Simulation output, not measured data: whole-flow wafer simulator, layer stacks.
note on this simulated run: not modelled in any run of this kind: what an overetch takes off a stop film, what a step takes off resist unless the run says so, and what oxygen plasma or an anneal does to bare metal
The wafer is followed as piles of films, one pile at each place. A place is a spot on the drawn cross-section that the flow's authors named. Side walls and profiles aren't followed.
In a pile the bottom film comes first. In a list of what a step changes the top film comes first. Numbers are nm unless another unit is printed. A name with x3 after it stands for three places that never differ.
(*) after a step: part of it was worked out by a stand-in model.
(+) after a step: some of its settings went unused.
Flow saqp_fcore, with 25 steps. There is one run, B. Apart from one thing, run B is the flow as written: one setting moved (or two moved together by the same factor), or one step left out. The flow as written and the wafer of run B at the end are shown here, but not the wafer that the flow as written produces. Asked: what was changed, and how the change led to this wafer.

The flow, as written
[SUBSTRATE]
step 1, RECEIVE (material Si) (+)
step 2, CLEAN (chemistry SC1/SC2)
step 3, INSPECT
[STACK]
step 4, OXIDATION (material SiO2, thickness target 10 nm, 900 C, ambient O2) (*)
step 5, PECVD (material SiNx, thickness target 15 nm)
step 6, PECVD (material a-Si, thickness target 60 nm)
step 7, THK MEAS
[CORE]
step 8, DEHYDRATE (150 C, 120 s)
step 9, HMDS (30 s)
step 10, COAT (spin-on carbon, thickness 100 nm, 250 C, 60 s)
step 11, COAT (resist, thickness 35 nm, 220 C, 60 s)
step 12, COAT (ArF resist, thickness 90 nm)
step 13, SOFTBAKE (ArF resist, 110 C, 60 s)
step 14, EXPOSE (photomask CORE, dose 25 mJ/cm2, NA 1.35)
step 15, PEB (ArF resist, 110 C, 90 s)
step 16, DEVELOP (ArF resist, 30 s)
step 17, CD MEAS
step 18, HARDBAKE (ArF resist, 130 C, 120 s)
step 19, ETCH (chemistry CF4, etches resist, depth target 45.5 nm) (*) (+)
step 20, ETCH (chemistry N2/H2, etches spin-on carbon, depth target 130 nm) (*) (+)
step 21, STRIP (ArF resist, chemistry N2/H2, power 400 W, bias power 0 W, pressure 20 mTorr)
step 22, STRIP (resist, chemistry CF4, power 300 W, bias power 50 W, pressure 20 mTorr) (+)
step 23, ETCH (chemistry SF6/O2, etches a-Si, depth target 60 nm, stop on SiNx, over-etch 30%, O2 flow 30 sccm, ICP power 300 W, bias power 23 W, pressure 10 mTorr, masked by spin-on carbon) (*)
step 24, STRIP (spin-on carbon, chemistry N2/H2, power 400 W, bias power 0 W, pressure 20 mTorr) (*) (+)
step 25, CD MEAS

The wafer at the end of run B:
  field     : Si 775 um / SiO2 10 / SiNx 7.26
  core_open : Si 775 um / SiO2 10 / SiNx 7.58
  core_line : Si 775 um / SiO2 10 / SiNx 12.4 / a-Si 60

The reason: step 5, PECVD: thickness target 12.4 nm was run, while the flow as written has thickness target 15 nm.
The wafer itself shows it: core_line has SiNx 12.4, and step 5 as written asks for 15 nm.

The path from the change to this, step by step:
  step 5, PECVD (material SiNx, thickness target 15 nm)
      field, core_open, core_line: SiNx gains 12.4 (new film) (in the flow as written it would be: SiNx gains 15 (new film))
